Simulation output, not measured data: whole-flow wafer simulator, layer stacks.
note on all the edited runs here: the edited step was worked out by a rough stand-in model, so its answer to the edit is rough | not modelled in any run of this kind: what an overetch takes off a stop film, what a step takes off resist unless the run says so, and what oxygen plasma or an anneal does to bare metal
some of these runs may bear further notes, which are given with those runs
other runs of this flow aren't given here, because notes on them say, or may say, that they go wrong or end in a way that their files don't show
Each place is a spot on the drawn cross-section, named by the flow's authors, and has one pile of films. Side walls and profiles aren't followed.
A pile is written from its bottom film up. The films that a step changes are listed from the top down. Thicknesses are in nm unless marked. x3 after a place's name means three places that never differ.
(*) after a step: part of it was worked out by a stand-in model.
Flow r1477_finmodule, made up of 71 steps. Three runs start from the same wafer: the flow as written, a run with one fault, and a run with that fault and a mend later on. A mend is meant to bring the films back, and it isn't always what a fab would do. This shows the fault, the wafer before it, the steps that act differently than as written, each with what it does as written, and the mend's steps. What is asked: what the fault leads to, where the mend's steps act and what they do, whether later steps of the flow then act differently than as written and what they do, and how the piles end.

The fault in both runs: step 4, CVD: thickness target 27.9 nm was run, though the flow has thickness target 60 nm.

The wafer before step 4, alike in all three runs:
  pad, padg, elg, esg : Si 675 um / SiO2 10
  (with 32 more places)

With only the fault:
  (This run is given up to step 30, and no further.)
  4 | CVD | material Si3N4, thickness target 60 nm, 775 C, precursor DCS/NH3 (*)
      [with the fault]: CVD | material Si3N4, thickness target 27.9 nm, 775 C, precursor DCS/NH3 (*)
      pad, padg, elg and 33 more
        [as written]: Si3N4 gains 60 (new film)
        [with the fault]: Si3N4 gains 27.9 (new film)
  Later steps of the flow up to step 30 that are run all act as written at every place that is followed.
  After step 30, at pad, padg, elg and 33 more, the piles differ from the flow's by more than 2% or 0.5 nm, whichever is larger.
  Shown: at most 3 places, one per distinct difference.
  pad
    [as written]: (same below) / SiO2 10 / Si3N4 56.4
    [with the fault]: (same below) / SiO2 10 / Si3N4 24.3
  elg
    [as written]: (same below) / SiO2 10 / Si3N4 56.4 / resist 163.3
    [with the fault]: (same below) / SiO2 10 / Si3N4 24.3 / resist 163.3
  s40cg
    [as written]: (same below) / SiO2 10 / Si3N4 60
    [with the fault]: (same below) / SiO2 10 / Si3N4 27.9

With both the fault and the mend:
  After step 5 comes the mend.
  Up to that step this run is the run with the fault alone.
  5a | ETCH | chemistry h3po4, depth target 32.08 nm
      pad, padg, elg and 33 more
        Si3N4 loses 27.9 (all of it)
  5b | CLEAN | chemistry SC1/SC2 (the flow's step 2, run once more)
      leaves every film unchanged at each place that is followed
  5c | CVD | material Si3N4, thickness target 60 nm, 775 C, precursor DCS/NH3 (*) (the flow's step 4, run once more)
      pad, padg, elg and 33 more
        Si3N4 gains 60 (new film)
  Later steps of the flow that are run all act as written at every place that is followed.
  By the end, the piles equal the flow's at every place that both follow.
